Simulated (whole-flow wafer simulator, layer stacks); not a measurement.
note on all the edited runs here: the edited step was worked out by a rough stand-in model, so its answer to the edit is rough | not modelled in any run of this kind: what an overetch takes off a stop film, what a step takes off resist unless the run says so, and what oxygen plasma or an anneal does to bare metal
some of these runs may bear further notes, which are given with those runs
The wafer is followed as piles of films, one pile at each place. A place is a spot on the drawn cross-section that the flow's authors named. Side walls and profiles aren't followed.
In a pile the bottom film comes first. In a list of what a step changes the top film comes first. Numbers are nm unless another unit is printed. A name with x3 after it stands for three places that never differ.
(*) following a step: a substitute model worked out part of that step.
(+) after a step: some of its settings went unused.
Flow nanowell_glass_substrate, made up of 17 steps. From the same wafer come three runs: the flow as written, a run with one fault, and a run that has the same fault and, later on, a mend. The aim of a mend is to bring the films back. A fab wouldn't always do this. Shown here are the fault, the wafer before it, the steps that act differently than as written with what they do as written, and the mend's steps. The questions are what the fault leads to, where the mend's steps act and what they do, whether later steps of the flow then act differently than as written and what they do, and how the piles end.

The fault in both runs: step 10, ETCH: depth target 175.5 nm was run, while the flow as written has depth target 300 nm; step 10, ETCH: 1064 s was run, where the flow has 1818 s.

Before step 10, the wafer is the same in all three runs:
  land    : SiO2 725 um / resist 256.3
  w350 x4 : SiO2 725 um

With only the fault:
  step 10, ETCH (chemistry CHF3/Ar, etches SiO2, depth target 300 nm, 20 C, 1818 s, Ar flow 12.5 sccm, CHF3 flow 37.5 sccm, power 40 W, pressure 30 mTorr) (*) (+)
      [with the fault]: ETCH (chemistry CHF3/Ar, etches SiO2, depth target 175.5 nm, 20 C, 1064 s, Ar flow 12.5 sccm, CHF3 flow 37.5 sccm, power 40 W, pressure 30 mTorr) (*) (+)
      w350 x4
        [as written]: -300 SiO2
        [with the fault]: -175.5 SiO2
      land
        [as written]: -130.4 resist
        [with the fault]: -76.3 resist
  Steps further on in the flow that do not act as written:
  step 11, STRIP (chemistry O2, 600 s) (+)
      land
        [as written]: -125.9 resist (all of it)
        [with the fault]: -180 resist (all of it)
  The piles end only slightly different from the flow's at the places that both follow, by no more than 2% or 0.5 nm, whichever is larger.

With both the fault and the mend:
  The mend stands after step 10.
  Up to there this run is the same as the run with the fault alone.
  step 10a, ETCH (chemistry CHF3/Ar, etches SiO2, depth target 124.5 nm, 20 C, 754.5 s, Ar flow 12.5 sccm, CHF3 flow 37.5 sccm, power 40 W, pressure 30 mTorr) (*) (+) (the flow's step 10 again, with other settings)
      w350 x4
        -124.5 SiO2
      land
        -54.1 resist
  None of the later steps of the flow acts differently than as written at any place that is followed.
  At every place that both follow, the piles at the end match the flow's.
